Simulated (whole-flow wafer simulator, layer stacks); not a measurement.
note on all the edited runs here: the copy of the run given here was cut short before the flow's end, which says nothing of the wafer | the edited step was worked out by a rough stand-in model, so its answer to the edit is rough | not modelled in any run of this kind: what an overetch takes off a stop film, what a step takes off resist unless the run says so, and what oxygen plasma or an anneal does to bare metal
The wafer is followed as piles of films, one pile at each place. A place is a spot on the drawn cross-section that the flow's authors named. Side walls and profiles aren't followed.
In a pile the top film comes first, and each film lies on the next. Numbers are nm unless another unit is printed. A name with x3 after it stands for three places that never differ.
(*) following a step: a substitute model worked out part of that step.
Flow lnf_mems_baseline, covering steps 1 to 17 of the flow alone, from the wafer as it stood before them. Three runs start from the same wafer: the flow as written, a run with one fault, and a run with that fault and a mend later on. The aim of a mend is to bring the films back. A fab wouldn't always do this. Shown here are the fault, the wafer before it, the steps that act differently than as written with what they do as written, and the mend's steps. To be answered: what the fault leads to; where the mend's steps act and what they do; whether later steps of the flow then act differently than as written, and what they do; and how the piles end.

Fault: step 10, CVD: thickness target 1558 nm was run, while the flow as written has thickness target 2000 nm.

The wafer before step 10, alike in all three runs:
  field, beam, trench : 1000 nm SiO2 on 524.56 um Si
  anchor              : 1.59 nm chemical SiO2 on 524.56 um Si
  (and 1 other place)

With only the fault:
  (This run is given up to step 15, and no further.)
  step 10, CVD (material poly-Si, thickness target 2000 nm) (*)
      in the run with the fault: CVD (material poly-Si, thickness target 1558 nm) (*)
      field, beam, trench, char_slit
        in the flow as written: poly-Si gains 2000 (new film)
        in the run with the fault: poly-Si gains 1558 (new film)
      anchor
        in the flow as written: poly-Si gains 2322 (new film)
        in the run with the fault: poly-Si gains 1558 (new film)
  Steps later in the flow that act otherwise than as written (not shown: 1 more step that differs only slightly, by at most 2% or 0.5 nm, whichever is larger):
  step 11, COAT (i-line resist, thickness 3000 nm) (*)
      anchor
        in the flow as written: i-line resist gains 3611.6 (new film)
        in the run with the fault: i-line resist gains 3917.3 (new film)
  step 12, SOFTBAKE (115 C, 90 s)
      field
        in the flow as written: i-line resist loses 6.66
        in the run with the fault: i-line resist loses 8.29
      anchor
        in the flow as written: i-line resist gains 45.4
        in the run with the fault: i-line resist gains 56.8
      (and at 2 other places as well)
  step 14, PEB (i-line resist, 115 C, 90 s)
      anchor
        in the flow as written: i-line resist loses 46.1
        in the run with the fault: i-line resist loses 51.9
  The piles after step 15 differ from the flow's at field, anchor, beam, trench, char_slit by more than 2% or 0.5 nm, whichever is larger.
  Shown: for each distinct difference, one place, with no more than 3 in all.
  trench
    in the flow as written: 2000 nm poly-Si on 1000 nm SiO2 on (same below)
    in the run with the fault: 1558 nm poly-Si on 1000 nm SiO2 on (same below)
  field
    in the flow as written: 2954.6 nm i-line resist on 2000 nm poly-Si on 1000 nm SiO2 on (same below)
    in the run with the fault: 2952 nm i-line resist on 1558 nm poly-Si on 1000 nm SiO2 on (same below)
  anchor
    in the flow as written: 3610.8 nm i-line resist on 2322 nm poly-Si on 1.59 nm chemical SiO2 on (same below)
    in the run with the fault: 3922.2 nm i-line resist on 1558 nm poly-Si on 1.59 nm chemical SiO2 on (same below)

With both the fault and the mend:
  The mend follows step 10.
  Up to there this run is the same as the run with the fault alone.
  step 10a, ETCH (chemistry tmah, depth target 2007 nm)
      field, anchor, beam, trench, char_slit
        poly-Si loses 1558 (all of it)
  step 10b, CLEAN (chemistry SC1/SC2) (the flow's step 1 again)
      leaves every film unchanged at each place that is followed
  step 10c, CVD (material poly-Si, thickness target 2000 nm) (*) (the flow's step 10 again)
      field, beam, trench, char_slit
        poly-Si gains 2000 (new film)
      anchor
        poly-Si gains 2322 (new film)
  None of the later steps of the flow acts differently than as written at any place that is followed.
  By the end, the piles equal the flow's at every place that both follow.
